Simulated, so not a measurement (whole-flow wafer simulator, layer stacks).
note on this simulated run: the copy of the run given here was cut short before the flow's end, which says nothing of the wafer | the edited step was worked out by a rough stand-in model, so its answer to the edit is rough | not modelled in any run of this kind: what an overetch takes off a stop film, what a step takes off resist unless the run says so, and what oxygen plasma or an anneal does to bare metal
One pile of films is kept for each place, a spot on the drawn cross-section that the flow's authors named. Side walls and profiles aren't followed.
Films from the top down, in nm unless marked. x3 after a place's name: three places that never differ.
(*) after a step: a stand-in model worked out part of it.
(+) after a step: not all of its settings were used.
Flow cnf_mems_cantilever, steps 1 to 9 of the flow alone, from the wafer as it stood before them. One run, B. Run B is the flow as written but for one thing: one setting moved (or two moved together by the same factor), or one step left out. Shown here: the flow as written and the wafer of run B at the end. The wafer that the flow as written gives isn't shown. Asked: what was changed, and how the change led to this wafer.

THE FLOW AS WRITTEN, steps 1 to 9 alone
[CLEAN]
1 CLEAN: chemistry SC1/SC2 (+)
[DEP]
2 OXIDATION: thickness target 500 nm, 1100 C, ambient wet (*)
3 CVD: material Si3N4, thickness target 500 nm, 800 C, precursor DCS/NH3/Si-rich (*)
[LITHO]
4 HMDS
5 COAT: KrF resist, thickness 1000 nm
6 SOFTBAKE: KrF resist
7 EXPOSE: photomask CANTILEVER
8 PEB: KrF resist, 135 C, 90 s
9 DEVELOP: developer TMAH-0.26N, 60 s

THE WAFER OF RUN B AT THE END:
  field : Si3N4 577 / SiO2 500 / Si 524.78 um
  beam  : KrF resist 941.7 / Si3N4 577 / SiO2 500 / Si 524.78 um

The cause: step 3, CVD: thickness target 577 nm was run, where the flow has thickness target 500 nm.
It can be read off the wafer: field has Si3N4 577, and step 3 as written asks for 500 nm.

How the change led to this, step by step:
  3 CVD: material Si3N4, thickness target 500 nm, 800 C, precursor DCS/NH3/Si-rich (*)
      field, beam: Si3N4 +577 (new film) (as written it would be: Si3N4 +500 (new film))
